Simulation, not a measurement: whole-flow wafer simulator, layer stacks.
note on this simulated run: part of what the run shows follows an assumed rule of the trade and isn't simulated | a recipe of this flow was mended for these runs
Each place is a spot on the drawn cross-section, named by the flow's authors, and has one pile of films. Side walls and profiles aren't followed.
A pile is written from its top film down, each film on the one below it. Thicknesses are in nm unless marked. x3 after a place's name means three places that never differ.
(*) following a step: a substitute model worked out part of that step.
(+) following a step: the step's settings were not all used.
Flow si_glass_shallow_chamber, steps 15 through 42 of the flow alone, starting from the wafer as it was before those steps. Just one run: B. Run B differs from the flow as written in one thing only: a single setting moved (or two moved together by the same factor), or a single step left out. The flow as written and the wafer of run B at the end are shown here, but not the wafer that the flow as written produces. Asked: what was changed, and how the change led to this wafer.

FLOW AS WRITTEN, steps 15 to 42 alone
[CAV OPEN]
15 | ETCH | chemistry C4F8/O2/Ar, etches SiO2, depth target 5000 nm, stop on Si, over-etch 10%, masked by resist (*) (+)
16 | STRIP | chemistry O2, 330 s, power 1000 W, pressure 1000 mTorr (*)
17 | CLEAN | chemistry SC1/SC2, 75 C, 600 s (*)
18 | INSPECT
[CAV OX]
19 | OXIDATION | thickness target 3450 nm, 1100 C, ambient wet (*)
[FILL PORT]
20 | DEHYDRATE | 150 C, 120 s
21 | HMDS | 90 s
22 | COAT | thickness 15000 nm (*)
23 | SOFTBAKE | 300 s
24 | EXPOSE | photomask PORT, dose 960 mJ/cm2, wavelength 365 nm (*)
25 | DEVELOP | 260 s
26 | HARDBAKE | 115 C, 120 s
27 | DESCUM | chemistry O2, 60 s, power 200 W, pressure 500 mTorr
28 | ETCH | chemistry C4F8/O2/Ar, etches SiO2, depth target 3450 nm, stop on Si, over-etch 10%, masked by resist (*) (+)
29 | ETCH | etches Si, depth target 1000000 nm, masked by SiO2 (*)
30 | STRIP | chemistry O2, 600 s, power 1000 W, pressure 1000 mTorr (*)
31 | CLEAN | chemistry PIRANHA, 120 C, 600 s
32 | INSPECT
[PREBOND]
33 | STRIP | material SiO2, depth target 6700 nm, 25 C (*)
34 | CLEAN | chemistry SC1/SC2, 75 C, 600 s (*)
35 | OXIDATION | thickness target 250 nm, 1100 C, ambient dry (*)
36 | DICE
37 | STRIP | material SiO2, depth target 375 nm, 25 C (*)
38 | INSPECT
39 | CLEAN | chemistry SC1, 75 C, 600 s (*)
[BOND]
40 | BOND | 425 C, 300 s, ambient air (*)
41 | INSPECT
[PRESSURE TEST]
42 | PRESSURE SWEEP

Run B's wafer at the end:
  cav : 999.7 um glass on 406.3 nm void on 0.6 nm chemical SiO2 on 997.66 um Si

The reason: step 15, ETCH: depth target 2750 nm was run, though the flow has depth target 5000 nm.

How this came from the change, step by step:
  15 | ETCH | chemistry C4F8/O2/Ar, etches SiO2, depth target 5000 nm, stop on Si, over-etch 10%, masked by resist (*) (+)
      cav, port: SiO2 loses 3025 (it would be, as written: SiO2 loses 5000 (all of it), Si loses 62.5)
      rim, ramp, septum, ring: thick-i-line-resist loses 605 (it would be, as written: thick-i-line-resist loses 1100)
  16 | STRIP | chemistry O2, 330 s, power 1000 W, pressure 1000 mTorr (*)
      cav, port: nothing (it would be, as written: chemical SiO2 gains 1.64 (new film), Si loses 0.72)
      rim, ramp, septum, ring: thick-i-line-resist loses 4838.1 (all of it) (it would be, as written: thick-i-line-resist loses 4343.1 (all of it))
  17 | CLEAN | chemistry SC1/SC2, 75 C, 600 s (*)
      cav, port: SiO2 loses 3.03 (it would be, as written: chemical SiO2 loses 1.04, Si loses 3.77)
  19 | OXIDATION | thickness target 3450 nm, 1100 C, ambient wet (*)
      cav, port: SiO2 gains 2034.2, Si loses 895 (it would be, as written: SiO2 gains 3450 (new film), chemical SiO2 loses 0.6 (all of it), Si loses 1517.7)
  22 | COAT | thickness 15000 nm (*)
      rim: thick-i-line-resist gains 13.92 um (new film) (it would be, as written: thick-i-line-resist gains 13.4 um (new film))
      ramp: thick-i-line-resist gains 13.58 um (new film) (it would be, as written: thick-i-line-resist gains 12.89 um (new film))
      (and at 4 other places as well)
  23 | SOFTBAKE | 300 s
      rim: thick-i-line-resist loses 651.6 (it would be, as written: thick-i-line-resist loses 997)
      ramp: thick-i-line-resist loses 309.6 (it would be, as written: thick-i-line-resist loses 487.1)
      (and at 4 other places as well)
  25 | DEVELOP | 260 s
      port: thick-i-line-resist loses 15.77 um (all of it) (it would be, as written: thick-i-line-resist loses 16.16 um (all of it))
  26 | HARDBAKE | 115 C, 120 s
      rim, ramp: thick-i-line-resist loses 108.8 (it would be, as written: thick-i-line-resist loses 98.2)
      cav: thick-i-line-resist loses 141.7 (it would be, as written: thick-i-line-resist loses 147.1)
  28 | ETCH | chemistry C4F8/O2/Ar, etches SiO2, depth target 3450 nm, stop on Si, over-etch 10%, masked by resist (*) (+)
      port: SiO2 loses 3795 (it would be, as written: SiO2 loses 3450 (all of it), Si loses 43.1)
  29 | ETCH | etches Si, depth target 1000000 nm, masked by SiO2 (*)
      port: hole gains 997.99 um (new film), SiO2 loses 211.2 (all of it), Si loses 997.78 um (all of it) (it would be, as written: hole gains 997.05 um (new film), Si loses 997.05 um (all of it))
      rim, ramp: thick-i-line-resist loses 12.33 um (all of it), SiO2 loses 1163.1 (it would be, as written: thick-i-line-resist loses 11.47 um (all of it), SiO2 loses 1617.3)
      (and at 2 other places as well)
  30 | STRIP | chemistry O2, 600 s, power 1000 W, pressure 1000 mTorr (*)
      cav: thick-i-line-resist loses 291 (all of it) (it would be, as written: thick-i-line-resist loses 669.6 (all of it))
  33 | STRIP | material SiO2, depth target 6700 nm, 25 C (*)
      rim, ramp: SiO2 loses 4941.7 (all of it) (it would be, as written: SiO2 loses 4487.5 (all of it))
      cav: SiO2 loses 4006.2 (all of it) (it would be, as written: SiO2 loses 3450 (all of it))
  40 | BOND | 425 C, 300 s, ambient air (*)
      cav: glass gains 999.7 um (new film), void gains 406.3 (new film) (it would be, as written: glass gains 999.7 um (new film), void gains 1095.9 (new film))
      port: glass gains 999.7 um (new film), hole gains 73.3 (it would be, as written: glass gains 999.7 um (new film), hole gains 1017.3)
